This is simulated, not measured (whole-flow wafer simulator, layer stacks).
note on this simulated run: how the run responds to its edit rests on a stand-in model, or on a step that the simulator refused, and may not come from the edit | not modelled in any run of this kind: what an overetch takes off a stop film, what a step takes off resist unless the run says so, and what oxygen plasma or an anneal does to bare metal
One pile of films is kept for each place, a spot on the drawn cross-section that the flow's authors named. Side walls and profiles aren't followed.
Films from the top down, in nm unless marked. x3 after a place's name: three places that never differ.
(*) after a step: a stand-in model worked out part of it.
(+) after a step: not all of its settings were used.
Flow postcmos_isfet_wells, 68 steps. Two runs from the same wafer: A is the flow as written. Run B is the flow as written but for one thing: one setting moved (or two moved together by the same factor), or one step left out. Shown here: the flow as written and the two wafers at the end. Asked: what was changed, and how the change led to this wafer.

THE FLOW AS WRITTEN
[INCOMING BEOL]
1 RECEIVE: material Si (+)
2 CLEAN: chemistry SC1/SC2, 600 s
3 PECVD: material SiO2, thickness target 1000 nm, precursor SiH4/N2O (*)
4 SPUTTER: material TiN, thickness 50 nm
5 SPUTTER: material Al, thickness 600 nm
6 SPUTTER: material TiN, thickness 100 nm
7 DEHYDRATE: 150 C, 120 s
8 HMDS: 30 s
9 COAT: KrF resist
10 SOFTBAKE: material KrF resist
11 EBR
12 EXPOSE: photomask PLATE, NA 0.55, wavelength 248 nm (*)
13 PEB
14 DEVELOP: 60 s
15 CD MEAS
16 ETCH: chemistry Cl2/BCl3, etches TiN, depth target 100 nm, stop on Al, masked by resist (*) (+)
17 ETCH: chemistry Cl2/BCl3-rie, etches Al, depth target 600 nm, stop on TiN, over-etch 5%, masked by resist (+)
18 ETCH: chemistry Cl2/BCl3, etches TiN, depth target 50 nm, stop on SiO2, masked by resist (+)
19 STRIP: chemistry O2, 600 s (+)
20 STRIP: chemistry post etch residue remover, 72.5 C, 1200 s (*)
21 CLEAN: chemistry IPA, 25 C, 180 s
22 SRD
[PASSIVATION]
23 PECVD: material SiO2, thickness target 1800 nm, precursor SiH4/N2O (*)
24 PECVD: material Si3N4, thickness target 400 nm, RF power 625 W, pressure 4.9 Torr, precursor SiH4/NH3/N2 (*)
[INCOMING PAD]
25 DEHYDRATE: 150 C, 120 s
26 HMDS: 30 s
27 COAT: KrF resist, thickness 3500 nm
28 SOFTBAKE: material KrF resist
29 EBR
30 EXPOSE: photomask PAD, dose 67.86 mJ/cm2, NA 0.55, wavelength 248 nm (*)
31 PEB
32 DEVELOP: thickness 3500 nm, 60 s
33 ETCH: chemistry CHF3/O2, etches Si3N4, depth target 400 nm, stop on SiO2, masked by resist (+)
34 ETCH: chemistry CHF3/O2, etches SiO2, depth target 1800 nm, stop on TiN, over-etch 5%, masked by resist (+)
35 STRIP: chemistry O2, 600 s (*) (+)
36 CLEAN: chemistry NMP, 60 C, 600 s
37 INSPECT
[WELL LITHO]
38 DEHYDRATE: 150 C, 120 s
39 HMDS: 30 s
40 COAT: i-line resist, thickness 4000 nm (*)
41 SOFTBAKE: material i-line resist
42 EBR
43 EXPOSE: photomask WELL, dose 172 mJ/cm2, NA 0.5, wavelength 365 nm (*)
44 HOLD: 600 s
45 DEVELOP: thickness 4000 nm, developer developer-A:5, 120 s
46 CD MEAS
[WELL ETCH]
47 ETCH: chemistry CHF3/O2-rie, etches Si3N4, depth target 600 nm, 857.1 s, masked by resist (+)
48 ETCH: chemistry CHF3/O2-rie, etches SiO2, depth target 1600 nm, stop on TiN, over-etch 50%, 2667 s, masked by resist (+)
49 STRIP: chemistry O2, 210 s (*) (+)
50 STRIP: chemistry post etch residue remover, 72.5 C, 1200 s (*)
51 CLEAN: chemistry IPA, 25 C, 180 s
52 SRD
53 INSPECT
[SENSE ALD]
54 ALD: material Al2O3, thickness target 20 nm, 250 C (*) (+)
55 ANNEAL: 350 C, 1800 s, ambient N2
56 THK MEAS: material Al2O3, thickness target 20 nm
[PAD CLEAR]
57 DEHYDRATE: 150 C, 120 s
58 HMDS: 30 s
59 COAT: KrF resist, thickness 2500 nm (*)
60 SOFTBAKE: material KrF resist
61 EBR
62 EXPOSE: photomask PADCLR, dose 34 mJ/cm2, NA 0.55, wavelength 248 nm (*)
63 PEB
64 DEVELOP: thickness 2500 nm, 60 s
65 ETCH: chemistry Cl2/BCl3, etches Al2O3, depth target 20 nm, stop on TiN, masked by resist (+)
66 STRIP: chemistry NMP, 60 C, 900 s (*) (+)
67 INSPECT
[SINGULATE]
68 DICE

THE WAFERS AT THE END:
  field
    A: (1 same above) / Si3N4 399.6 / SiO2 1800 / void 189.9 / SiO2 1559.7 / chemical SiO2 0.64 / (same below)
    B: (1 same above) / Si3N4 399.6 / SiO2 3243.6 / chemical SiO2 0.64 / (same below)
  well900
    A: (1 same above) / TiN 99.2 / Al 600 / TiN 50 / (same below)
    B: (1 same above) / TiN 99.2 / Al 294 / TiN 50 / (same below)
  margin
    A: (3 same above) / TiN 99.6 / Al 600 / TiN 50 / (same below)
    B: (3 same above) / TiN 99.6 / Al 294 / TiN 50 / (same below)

The cause: step 5, SPUTTER: thickness 294 nm was run, where the flow has thickness 600 nm.
It can be read off the wafer: well900 has Al 294, and step 5 as written asks for 600 nm.

How the change led to this, step by step:
  5 SPUTTER: material Al, thickness 600 nm
      field, margin, well900, well1300 x3, pad_rim, pad_clr, pad_open: A Al +600 (new film) | B Al +294 (new film)
  17 ETCH: chemistry Cl2/BCl3-rie, etches Al, depth target 600 nm, stop on TiN, over-etch 5%, masked by resist (+)
      margin, well900, well1300 x3, pad_rim, pad_clr, pad_open: A KrF resist -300 | B KrF resist -154.4
      field: A Al -600 (all of it) | B Al -294 (all of it)
  19 STRIP: chemistry O2, 600 s (+)
      margin, well900, well1300 x3, pad_rim, pad_clr, pad_open: A KrF resist -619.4 (all of it) | B KrF resist -765 (all of it)
  23 PECVD: material SiO2, thickness target 1800 nm, precursor SiH4/N2O (*)
      field: A SiO2 +1800 (new film), void +189.9 (new film), SiO2 +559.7 | B SiO2 +2243.6
